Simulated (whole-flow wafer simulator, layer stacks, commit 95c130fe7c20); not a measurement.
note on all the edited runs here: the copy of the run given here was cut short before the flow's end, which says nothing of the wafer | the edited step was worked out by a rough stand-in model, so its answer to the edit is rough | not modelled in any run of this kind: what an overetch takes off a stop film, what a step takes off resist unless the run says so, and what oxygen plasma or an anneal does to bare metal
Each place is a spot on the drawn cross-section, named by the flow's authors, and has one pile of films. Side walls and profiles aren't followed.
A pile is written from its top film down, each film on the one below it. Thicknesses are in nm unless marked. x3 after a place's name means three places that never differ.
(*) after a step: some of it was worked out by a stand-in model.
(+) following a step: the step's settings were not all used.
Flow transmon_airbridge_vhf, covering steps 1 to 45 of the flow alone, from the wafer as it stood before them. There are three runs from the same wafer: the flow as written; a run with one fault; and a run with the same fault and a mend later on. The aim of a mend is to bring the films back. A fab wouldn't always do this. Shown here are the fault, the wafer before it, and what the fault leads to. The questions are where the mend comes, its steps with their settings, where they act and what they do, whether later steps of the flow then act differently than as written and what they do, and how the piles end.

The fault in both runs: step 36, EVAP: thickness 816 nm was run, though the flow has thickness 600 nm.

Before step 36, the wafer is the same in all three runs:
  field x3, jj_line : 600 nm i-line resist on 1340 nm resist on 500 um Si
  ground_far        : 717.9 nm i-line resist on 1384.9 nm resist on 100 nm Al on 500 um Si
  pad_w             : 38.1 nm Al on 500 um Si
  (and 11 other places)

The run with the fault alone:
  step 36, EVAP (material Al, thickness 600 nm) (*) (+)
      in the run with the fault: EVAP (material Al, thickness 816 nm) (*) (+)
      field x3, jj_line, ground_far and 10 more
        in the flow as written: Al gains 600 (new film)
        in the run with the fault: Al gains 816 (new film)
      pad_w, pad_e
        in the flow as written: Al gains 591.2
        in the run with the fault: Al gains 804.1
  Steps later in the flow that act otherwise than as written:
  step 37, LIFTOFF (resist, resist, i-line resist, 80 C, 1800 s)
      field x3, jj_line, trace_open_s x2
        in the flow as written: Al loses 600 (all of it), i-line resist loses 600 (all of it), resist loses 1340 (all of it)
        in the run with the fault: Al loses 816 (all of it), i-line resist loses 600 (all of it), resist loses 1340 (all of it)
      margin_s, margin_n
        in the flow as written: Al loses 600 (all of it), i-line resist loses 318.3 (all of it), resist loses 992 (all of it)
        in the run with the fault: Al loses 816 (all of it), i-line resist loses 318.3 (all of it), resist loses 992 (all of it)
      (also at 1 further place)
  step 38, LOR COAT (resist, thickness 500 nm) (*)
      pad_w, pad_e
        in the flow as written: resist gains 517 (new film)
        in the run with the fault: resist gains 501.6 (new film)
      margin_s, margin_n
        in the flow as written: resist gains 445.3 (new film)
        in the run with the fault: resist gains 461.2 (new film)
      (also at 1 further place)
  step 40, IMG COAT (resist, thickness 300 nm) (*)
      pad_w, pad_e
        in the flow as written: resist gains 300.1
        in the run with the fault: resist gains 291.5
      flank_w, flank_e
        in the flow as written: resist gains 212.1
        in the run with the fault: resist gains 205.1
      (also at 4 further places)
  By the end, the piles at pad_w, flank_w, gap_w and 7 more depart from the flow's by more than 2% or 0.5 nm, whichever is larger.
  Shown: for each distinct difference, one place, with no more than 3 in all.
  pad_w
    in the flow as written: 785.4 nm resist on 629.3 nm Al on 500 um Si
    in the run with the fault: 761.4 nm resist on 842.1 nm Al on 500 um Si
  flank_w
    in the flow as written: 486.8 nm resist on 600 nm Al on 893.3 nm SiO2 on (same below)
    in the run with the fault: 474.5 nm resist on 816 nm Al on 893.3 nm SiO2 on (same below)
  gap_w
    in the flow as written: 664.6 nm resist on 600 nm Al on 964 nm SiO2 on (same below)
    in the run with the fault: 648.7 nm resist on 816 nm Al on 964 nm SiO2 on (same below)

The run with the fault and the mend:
  After step 36 comes the mend.
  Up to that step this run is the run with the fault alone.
  step 36a, METAL ETCH (etches Al, depth 216 nm) (the flow's step 11 again, with other settings)
      field x3, jj_line, ground_far and 12 more
        Al loses 216
  None of the later steps of the flow differs from how it acts as written, at any place that is followed, by more than 2% or 0.5 nm, whichever is larger.
  When the end is reached, the piles differ only a little from the flow's at the places that both follow, at most by 2% or 0.5 nm, whichever is larger.
